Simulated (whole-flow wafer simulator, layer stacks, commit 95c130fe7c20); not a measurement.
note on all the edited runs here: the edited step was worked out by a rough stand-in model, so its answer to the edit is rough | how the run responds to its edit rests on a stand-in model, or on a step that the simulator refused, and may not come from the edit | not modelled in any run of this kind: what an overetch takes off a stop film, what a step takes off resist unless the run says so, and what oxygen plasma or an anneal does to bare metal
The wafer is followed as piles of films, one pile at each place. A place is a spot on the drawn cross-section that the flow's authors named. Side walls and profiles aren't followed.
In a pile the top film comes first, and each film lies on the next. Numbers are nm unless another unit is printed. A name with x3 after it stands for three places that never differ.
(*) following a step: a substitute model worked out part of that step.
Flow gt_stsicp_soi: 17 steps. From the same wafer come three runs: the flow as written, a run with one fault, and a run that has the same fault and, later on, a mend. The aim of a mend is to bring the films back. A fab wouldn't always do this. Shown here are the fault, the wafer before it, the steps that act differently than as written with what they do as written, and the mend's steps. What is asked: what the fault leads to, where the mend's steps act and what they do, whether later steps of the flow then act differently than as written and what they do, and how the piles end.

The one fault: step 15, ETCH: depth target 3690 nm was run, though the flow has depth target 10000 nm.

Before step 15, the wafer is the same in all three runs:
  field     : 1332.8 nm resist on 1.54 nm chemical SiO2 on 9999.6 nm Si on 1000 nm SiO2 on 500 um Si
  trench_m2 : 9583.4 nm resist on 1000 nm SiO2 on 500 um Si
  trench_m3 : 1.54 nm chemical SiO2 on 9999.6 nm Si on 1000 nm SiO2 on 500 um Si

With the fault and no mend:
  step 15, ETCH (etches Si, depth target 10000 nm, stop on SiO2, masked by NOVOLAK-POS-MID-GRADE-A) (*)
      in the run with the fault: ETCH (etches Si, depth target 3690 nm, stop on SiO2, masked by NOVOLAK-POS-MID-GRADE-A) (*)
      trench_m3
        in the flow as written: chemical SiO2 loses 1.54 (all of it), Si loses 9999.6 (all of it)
        in the run with the fault: chemical SiO2 loses 1.54 (all of it), Si loses 3690
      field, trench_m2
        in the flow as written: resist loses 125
        in the run with the fault: resist loses 46.1
  Later steps of the flow acting differently than as written:
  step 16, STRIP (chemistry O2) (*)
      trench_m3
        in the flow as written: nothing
        in the run with the fault: chemical SiO2 gains 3 (new film), Si loses 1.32
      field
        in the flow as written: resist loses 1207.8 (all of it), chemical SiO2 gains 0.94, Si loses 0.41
        in the run with the fault: resist loses 1286.6 (all of it), chemical SiO2 gains 0.95, Si loses 0.42
  The piles end different from the flow's at trench_m3 by more than 2% or 0.5 nm, whichever is larger.
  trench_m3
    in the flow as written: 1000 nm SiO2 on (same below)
    in the run with the fault: 3 nm chemical SiO2 on 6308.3 nm Si on 1000 nm SiO2 on (same below)

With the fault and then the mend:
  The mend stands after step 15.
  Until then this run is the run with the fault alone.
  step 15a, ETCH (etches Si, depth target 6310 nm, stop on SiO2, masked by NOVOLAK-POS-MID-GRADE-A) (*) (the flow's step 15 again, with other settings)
      field, trench_m2
        resist loses 78.9
      trench_m3
        Si loses 6309.6 (all of it)
  Every later step of the flow that is run acts as written at every place that is followed.
  At every place that both follow, the piles at the end match the flow's.
